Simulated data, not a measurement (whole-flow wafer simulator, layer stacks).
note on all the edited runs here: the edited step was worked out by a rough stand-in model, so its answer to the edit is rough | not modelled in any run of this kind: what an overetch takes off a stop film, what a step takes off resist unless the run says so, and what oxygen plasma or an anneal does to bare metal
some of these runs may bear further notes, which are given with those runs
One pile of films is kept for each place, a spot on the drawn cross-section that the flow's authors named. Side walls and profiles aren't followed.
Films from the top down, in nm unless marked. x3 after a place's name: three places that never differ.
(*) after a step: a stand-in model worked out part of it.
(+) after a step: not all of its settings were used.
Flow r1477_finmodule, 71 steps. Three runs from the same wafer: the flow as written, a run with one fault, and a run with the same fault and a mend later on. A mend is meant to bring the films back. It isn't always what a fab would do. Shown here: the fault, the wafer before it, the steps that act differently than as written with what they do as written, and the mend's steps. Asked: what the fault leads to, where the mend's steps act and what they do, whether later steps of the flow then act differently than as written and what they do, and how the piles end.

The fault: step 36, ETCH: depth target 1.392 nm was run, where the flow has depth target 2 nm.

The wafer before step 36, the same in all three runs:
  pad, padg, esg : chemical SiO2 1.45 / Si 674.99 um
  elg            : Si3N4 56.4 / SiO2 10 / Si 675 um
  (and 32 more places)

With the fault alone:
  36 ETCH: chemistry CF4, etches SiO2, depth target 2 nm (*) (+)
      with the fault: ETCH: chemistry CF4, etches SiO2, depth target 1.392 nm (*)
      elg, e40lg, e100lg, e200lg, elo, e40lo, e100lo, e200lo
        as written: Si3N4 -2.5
        with the fault: Si3N4 -1.74
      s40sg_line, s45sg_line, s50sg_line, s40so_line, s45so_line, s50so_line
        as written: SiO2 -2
        with the fault: SiO2 -1.39
  Later steps of the flow that act differently than as written (8 more steps differ only slightly, by at most 2% or 0.5 nm, whichever is larger, and aren't shown):
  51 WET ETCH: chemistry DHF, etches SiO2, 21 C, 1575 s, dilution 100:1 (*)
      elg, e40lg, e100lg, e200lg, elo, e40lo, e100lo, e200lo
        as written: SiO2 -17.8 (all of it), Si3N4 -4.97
        with the fault: SiO2 -17.1 (all of it), Si3N4 -5.03
  At the end the piles differ from the flow's by more than 2% or 0.5 nm, whichever is larger, at elg, e40lg, e100lg, e200lg, elo, e40lo, e100lo, e200lo.
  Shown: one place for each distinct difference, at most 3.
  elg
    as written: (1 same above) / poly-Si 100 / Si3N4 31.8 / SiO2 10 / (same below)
    with the fault: (1 same above) / poly-Si 100 / Si3N4 32.5 / SiO2 10 / (same below)
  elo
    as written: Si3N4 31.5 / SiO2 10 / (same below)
    with the fault: Si3N4 32.2 / SiO2 10 / (same below)

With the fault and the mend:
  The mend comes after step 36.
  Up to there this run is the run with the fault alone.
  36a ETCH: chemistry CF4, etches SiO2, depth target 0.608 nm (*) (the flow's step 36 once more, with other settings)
      pad, padg, e40sg and 11 more
        Si -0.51
      elg, e40lg, e100lg, e200lg, elo, e40lo, e100lo, e200lo
        Si3N4 -0.76
      s40sg_line, s45sg_line, s50sg_line, s40so_line, s45so_line, s50so_line
        SiO2 -0.61
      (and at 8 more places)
  No later step of the flow acts differently than as written, at any place that is followed, by more than 2% or 0.5 nm, whichever is larger.
  At the end the piles differ from the flow's only slightly at the places that both follow, by at most 2% or 0.5 nm, whichever is larger.
